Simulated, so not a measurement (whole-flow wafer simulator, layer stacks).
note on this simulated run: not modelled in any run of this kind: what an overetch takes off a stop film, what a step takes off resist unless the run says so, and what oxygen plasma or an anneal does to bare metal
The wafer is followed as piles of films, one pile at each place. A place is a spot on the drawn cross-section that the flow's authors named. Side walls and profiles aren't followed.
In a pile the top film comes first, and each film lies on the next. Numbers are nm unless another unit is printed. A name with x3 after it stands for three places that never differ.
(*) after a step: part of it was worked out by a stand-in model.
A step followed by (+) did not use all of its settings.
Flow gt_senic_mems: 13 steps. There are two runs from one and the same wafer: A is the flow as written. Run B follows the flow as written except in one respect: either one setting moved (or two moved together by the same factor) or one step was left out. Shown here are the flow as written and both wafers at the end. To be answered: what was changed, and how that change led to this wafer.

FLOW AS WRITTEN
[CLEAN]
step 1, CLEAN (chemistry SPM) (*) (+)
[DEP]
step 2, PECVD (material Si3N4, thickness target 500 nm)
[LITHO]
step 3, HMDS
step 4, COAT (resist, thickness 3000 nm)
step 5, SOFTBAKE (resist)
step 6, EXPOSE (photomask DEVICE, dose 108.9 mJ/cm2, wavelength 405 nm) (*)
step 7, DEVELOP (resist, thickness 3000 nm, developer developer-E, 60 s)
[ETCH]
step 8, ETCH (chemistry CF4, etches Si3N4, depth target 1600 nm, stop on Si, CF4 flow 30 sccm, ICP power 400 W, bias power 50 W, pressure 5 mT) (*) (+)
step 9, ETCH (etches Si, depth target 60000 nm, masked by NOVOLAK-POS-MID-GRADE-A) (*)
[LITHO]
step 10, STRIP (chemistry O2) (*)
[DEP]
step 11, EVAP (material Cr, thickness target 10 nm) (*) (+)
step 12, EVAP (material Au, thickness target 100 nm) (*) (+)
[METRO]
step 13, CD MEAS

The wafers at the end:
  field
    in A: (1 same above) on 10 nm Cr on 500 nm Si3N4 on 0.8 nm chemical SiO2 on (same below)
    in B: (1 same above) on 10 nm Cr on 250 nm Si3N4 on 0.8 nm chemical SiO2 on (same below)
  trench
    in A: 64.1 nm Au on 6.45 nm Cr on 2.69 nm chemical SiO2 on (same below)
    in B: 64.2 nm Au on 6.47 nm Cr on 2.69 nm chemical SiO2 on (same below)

What caused this: step 2, PECVD: thickness target 250 nm was run, whereas the flow has thickness target 500 nm.
The wafer lets one read it off: field has Si3N4 250, and step 2 as written asks for 500 nm.

How this came from the change, step by step:
  step 2, PECVD (material Si3N4, thickness target 500 nm)
      field, trench: A Si3N4 gains 500 (new film) | B Si3N4 gains 250 (new film)
  step 8, ETCH (chemistry CF4, etches Si3N4, depth target 1600 nm, stop on Si, CF4 flow 30 sccm, ICP power 400 W, bias power 50 W, pressure 5 mT) (*) (+)
      field: A resist loses 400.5 | B resist loses 233.9
      trench: A Si3N4 loses 500 (all of it), chemical SiO2 loses 0.8 (all of it) | B Si3N4 loses 250 (all of it), chemical SiO2 loses 0.8 (all of it)
  step 10, STRIP (chemistry O2) (*)
      field: A resist loses 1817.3 (all of it) | B resist loses 1984 (all of it)
